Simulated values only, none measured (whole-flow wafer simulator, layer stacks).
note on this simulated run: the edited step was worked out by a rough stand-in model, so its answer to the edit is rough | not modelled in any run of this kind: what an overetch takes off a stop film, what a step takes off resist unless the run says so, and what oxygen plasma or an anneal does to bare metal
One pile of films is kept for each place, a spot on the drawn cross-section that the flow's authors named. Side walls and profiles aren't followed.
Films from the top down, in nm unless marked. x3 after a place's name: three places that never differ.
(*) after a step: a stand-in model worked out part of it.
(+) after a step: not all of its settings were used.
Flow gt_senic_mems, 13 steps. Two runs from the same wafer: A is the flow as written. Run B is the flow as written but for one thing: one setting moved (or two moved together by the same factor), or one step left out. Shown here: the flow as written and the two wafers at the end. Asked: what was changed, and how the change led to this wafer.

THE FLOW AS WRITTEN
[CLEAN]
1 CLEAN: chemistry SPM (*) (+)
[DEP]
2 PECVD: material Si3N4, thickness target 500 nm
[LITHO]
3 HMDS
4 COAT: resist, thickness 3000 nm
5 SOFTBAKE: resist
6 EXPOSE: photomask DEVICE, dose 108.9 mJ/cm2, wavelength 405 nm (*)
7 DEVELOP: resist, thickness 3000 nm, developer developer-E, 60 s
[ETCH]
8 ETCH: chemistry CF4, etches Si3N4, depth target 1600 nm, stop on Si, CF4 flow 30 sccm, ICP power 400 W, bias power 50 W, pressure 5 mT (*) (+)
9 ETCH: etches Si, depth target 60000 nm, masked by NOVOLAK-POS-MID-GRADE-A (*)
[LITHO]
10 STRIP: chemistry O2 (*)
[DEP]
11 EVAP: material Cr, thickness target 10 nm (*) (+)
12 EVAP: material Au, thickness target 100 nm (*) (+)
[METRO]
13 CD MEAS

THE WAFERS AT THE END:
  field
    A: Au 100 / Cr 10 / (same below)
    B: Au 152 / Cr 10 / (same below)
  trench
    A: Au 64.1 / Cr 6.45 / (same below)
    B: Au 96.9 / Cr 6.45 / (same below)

The cause: step 12, EVAP: thickness target 152 nm was run, where the flow has thickness target 100 nm.
It can be read off the wafer: field has Au 152, and step 12 as written asks for 100 nm.

How the change led to this, step by step:
  12 EVAP: material Au, thickness target 100 nm (*) (+)
      field: A Au +100 (new film) | B Au +152 (new film)
      trench: A Au +64.1 (new film) | B Au +96.9 (new film)
